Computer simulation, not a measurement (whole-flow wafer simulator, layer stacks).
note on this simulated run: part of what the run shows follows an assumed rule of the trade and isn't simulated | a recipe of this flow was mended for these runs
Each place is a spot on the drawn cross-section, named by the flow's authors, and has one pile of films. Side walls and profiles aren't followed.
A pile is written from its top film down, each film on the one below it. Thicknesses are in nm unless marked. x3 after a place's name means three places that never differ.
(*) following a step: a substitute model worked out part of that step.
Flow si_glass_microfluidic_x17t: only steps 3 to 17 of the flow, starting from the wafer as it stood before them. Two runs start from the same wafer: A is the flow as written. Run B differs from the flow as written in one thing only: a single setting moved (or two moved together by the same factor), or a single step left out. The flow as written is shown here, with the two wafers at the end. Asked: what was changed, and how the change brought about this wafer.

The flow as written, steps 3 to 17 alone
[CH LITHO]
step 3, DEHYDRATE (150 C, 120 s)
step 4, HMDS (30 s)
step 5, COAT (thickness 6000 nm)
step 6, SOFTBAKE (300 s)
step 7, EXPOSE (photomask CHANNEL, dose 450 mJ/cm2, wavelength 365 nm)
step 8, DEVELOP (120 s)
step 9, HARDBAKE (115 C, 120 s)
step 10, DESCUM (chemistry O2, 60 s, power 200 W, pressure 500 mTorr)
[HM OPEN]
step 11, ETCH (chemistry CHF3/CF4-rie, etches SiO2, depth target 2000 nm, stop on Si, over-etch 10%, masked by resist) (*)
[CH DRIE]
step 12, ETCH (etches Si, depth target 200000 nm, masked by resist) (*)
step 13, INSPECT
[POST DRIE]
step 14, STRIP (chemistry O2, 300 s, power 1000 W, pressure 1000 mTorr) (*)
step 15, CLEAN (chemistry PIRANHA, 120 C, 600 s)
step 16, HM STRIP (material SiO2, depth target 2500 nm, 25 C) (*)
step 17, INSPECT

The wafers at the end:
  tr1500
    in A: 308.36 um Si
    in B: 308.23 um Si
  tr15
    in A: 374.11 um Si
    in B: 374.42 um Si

What caused this: step 5, COAT: thickness 6900 nm was run, whereas the flow has thickness 6000 nm.

Step by step, how the change led to this:
  step 5, COAT (thickness 6000 nm)
      land, tr110, tr1500, tr15: A thick-i-line-resist gains 6000 (new film) | B thick-i-line-resist gains 6900 (new film)
  step 8, DEVELOP (120 s)
      tr110, tr1500, tr15: A thick-i-line-resist loses 6000 (all of it) | B thick-i-line-resist loses 6900 (all of it)
  step 9, HARDBAKE (115 C, 120 s)
      land: A thick-i-line-resist loses 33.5 | B thick-i-line-resist loses 41.1
  step 12, ETCH (etches Si, depth target 200000 nm, masked by resist) (*)
      tr1500: A Si loses 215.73 um | B Si loses 215.86 um
      tr15: A Si loses 149.99 um | B Si loses 149.67 um
  step 14, STRIP (chemistry O2, 300 s, power 1000 W, pressure 1000 mTorr) (*)
      land: A thick-i-line-resist loses 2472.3 (all of it) | B thick-i-line-resist loses 3363.2 (all of it)
